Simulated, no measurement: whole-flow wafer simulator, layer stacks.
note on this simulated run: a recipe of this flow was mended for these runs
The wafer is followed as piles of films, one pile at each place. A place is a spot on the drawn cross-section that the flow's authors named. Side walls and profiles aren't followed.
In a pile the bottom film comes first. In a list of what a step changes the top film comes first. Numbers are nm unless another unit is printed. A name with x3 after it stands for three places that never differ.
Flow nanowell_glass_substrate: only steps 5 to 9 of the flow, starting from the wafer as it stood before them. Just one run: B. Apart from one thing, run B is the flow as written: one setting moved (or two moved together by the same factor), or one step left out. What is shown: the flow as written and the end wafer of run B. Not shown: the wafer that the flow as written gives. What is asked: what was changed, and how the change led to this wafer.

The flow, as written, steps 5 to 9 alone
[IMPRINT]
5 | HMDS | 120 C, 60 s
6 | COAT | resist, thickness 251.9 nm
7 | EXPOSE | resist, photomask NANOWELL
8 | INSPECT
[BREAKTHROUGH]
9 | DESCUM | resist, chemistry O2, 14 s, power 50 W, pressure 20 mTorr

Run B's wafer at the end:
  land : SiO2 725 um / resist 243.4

The reason: step 9, DESCUM: 19.2 s was run, though the flow has 14 s.

How this came from the change, step by step:
  9 | DESCUM | resist, chemistry O2, 14 s, power 50 W, pressure 20 mTorr
      land: resist loses 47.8 (it would be, as written: resist loses 34.9)
